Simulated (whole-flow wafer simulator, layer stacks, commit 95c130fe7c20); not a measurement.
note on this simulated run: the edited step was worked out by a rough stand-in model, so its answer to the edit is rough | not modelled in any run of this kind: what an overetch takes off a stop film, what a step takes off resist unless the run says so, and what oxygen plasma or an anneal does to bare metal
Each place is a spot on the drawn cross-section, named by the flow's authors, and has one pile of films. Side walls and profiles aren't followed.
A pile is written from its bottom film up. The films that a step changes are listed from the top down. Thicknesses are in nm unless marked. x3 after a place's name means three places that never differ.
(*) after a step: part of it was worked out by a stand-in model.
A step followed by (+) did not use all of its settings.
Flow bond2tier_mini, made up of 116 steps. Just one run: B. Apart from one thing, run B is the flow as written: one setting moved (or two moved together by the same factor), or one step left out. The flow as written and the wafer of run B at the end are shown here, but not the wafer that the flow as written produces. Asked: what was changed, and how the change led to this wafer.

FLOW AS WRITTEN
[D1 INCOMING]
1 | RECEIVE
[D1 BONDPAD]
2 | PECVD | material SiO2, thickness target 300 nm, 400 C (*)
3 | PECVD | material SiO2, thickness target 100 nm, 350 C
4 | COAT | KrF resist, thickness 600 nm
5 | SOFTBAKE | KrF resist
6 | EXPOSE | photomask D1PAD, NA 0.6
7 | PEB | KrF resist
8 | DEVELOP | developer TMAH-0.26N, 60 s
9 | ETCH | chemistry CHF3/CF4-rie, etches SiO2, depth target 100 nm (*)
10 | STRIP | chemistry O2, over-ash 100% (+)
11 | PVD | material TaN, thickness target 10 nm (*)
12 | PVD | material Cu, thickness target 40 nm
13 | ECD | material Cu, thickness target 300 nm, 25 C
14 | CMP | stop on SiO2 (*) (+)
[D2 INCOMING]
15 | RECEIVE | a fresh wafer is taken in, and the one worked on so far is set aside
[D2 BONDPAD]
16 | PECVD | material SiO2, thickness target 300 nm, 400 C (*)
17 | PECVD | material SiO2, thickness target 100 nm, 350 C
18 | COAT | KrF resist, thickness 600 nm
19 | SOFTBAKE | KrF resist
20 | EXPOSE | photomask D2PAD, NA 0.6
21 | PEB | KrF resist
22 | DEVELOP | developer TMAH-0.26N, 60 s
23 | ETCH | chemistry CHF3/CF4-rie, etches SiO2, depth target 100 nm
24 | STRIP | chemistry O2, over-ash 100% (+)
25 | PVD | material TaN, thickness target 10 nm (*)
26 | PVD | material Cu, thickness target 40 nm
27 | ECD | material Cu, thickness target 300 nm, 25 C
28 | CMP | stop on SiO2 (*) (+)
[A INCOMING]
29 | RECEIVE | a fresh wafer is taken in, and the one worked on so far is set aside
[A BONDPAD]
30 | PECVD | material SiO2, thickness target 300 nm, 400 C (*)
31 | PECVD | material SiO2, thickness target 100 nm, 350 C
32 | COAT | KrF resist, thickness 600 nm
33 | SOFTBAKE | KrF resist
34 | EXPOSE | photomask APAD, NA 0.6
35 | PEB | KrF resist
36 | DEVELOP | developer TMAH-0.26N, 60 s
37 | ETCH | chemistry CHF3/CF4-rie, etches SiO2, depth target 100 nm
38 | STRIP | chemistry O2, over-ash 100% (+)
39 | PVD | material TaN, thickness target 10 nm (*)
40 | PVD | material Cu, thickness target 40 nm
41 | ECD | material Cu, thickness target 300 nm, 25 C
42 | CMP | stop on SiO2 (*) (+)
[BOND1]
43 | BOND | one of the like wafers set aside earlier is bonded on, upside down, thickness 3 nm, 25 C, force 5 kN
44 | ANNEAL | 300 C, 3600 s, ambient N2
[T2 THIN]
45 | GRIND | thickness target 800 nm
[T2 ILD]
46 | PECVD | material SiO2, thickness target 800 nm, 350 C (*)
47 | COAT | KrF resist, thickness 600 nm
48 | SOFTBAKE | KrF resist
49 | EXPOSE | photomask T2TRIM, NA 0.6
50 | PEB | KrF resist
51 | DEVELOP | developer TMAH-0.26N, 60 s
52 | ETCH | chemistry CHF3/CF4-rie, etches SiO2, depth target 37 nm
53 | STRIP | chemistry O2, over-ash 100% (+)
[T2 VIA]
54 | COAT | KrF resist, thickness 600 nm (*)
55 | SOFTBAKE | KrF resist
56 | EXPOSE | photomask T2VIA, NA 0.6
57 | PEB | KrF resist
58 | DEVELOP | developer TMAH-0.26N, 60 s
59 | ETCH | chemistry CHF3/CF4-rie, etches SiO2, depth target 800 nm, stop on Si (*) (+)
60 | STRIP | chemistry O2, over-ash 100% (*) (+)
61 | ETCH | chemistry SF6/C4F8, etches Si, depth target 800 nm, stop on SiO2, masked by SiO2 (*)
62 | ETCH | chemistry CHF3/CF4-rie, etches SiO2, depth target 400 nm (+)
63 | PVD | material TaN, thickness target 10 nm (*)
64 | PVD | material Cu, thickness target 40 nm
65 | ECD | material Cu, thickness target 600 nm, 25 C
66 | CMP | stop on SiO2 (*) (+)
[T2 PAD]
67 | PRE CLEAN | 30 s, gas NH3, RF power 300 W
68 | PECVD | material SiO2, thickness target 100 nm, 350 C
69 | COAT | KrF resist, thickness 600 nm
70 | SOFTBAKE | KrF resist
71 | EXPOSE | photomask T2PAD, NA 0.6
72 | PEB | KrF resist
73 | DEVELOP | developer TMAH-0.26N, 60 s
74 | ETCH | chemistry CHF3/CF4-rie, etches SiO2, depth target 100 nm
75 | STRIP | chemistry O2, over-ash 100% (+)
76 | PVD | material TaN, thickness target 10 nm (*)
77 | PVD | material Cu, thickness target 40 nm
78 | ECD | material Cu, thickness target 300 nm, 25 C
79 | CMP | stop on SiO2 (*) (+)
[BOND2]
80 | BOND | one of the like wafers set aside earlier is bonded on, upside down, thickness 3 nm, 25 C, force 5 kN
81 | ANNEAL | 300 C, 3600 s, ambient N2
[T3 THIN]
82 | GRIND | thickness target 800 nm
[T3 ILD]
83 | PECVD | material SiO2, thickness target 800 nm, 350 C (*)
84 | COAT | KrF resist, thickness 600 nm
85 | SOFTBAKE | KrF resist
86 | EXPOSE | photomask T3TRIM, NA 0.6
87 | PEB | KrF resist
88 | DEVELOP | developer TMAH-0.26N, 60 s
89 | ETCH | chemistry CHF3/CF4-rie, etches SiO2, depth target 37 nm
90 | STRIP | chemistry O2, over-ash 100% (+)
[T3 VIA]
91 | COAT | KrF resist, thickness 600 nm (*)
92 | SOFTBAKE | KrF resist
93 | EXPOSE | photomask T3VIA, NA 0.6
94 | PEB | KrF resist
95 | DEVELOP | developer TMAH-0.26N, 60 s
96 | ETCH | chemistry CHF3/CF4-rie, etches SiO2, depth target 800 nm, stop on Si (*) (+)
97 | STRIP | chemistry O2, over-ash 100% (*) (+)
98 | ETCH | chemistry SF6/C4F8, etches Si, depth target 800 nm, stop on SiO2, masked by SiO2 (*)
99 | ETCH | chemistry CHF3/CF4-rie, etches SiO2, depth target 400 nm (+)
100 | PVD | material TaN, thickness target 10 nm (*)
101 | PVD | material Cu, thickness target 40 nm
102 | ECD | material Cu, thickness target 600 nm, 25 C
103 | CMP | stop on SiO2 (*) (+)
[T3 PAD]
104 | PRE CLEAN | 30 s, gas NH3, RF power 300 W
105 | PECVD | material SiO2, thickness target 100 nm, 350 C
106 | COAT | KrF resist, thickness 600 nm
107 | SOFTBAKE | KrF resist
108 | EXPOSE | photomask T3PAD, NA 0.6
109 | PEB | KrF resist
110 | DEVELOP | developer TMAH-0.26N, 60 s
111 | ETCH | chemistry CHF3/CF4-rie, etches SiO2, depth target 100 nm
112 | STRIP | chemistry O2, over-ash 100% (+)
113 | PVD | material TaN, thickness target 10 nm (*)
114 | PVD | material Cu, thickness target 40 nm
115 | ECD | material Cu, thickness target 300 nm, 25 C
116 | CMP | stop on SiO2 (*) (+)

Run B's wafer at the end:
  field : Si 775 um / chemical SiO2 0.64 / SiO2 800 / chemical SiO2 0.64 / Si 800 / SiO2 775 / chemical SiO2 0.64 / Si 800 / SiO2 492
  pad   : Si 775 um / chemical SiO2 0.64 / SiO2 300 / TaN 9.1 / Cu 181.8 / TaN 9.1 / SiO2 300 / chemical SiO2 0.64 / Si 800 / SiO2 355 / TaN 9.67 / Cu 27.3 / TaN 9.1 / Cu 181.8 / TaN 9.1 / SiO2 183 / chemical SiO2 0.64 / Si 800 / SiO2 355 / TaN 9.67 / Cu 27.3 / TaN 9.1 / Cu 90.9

The reason: step 16, PECVD: thickness target 183 nm was run, while the flow as written has thickness target 300 nm.
The wafer lets one read it off: pad has SiO2 183, and step 16 as written asks for 300 nm.

The path from the change to this, step by step:
  16 | PECVD | material SiO2, thickness target 300 nm, 400 C (*)
      field, pad, via: SiO2 gains 183 (new film) (it would be, as written: SiO2 gains 300 (new film))
  80 | BOND | one of the like wafers set aside earlier is bonded on, upside down, thickness 3 nm, 25 C, force 5 kN
      field: Si gains 775 um (new film), chemical SiO2 gains 0.64 (new film), SiO2 gains 283 (it would be, as written: Si gains 775 um (new film), chemical SiO2 gains 0.64 (new film), SiO2 gains 400)
      pad: Si gains 775 um (new film), chemical SiO2 gains 0.64 (new film), SiO2 gains 183 (new film), TaN gains 9.1 (new film), Cu gains 90.9 (it would be, as written: Si gains 775 um (new film), chemical SiO2 gains 0.64 (new film), SiO2 gains 300 (new film), TaN gains 9.1 (new film), Cu gains 90.9)
